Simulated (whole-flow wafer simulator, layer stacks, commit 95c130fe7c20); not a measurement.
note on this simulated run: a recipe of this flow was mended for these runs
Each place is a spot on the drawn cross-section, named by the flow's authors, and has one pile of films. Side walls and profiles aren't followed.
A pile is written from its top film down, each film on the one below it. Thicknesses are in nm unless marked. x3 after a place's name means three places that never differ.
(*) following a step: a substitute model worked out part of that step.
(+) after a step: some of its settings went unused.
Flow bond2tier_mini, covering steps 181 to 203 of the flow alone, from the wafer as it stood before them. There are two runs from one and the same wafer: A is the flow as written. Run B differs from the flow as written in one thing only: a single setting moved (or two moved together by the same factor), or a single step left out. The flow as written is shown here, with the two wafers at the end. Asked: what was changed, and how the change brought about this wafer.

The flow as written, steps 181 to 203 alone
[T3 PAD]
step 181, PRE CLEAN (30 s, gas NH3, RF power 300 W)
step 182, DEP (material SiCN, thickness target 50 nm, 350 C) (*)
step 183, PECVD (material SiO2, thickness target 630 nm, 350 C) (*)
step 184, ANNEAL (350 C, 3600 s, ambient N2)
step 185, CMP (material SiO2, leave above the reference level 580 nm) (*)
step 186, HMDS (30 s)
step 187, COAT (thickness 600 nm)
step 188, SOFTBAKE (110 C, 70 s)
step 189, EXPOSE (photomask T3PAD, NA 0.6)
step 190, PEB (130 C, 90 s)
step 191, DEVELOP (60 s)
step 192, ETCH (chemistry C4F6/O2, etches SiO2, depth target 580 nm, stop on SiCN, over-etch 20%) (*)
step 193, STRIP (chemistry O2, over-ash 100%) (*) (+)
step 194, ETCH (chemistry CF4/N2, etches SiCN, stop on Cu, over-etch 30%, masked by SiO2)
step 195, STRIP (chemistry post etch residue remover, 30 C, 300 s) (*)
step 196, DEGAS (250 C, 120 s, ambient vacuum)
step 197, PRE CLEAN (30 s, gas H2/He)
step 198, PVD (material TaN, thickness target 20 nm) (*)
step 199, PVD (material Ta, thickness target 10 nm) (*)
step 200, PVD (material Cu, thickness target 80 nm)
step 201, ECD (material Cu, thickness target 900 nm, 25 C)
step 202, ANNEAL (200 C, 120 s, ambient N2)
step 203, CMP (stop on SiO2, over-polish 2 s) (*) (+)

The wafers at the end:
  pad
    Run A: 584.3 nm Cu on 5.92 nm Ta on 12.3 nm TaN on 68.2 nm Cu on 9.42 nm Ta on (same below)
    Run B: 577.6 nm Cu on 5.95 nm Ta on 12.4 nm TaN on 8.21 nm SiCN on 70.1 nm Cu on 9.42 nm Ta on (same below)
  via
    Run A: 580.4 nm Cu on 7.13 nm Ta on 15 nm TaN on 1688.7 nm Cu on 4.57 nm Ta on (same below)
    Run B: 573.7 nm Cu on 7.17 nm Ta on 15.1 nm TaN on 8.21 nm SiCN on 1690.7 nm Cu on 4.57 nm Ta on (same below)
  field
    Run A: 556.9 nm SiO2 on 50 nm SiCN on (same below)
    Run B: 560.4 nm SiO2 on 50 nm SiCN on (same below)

Cause: step 192, ETCH: over-etch 8.25% was run, while the flow as written has over-etch 20%; step 194, ETCH: over-etch 12.4% was run, where the flow has over-etch 30%.

How this came from the change, step by step:
  step 192, ETCH (chemistry C4F6/O2, etches SiO2, depth target 580 nm, stop on SiCN, over-etch 20%) (*)
      pad, via: A SiO2 loses 580 (all of it), SiCN loses 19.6 | B SiO2 loses 580 (all of it), SiCN loses 8.07
      field: A thick-KrF-resist loses 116 | B thick-KrF-resist loses 104.6
  step 193, STRIP (chemistry O2, over-ash 100%) (*) (+)
      field: A thick-KrF-resist loses 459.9 (all of it) | B thick-KrF-resist loses 471.3 (all of it)
  step 194, ETCH (chemistry CF4/N2, etches SiCN, stop on Cu, over-etch 30%, masked by SiO2)
      pad, via: A SiCN loses 30.4 (all of it), Cu loses 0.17 | B SiCN loses 33.7
      field: A SiO2 loses 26 | B SiO2 loses 22.5
  step 195, STRIP (chemistry post etch residue remover, 30 C, 300 s) (*)
      pad, via: A Cu loses 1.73 | B nothing
Taking metal films that touch as one body, pad has 4 bodies (between them, from the top down: SiCN 8.21; SiO2 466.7 / Si 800 / chemical SiO2 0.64 / SiO2 300 / SiCN 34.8; SiO2 466.7 / Si 800 / chemical SiO2 0.64 / SiO2 300 / SiCN 34.8); the flow as written gives 3 bodies (between them, from the top down: SiO2 466.7 / Si 800 / chemical SiO2 0.64 / SiO2 300 / SiCN 34.8; SiO2 466.7 / Si 800 / chemical SiO2 0.64 / SiO2 300 / SiCN 34.8).
Taking metal films that touch as one body, via has 2 bodies (between them, from the top down: SiCN 8.21); the flow as written gives 1 body.
